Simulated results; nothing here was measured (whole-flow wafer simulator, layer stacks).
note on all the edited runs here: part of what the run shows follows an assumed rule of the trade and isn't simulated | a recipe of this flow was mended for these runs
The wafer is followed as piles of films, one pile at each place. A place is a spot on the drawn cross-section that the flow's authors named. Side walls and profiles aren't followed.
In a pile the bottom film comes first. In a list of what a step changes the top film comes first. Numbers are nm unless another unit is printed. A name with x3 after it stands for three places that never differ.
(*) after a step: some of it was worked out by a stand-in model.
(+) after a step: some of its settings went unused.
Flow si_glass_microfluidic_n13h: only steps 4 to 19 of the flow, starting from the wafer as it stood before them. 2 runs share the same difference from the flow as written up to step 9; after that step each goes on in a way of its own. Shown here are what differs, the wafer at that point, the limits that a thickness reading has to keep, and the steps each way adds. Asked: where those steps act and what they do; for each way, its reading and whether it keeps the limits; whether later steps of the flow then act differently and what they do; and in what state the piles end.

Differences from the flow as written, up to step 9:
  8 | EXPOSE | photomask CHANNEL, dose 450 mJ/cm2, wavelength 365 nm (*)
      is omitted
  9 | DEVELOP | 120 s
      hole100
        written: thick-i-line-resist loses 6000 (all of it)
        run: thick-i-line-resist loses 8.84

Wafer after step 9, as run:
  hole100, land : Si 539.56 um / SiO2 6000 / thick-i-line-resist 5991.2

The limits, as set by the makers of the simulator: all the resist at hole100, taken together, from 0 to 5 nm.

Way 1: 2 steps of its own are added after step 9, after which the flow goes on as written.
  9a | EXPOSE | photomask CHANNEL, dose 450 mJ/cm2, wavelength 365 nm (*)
      alters no film at any place that is followed
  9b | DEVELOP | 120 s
      land
        thick-i-line-resist loses 8.84
      hole100
        thick-i-line-resist loses 5991.2 (all of it)
  After step 9b, the reading is 0 nm, within the limits.
  Every later step of the flow that is run acts as written, at every place that is followed, to within 2% or 0.5 nm, whichever is larger.
  By the end, the piles equal the flow's at every place that both follow.

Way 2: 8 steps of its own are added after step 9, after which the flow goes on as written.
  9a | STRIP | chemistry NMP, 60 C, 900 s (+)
      land, hole100
        thick-i-line-resist loses 5991.2 (all of it)
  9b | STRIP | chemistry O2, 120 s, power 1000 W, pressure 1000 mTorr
      alters no film at any place that is followed
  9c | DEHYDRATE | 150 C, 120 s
      alters no film at any place that is followed
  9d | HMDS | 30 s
      alters no film at any place that is followed
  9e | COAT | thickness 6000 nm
      land, hole100
        thick-i-line-resist gains 6000 (new film)
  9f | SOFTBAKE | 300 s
      alters no film at any place that is followed
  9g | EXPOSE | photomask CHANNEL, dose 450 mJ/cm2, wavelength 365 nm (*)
      alters no film at any place that is followed
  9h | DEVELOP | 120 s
      land
        thick-i-line-resist loses 8.84
      hole100
        thick-i-line-resist loses 6000 (all of it)
  After step 9h, the reading is 0 nm, within the limits.
  Every later step of the flow that is run acts as written at every place that is followed.
  By the end, the piles equal the flow's at every place that both follow.

The limits are kept by: way 1, way 2.
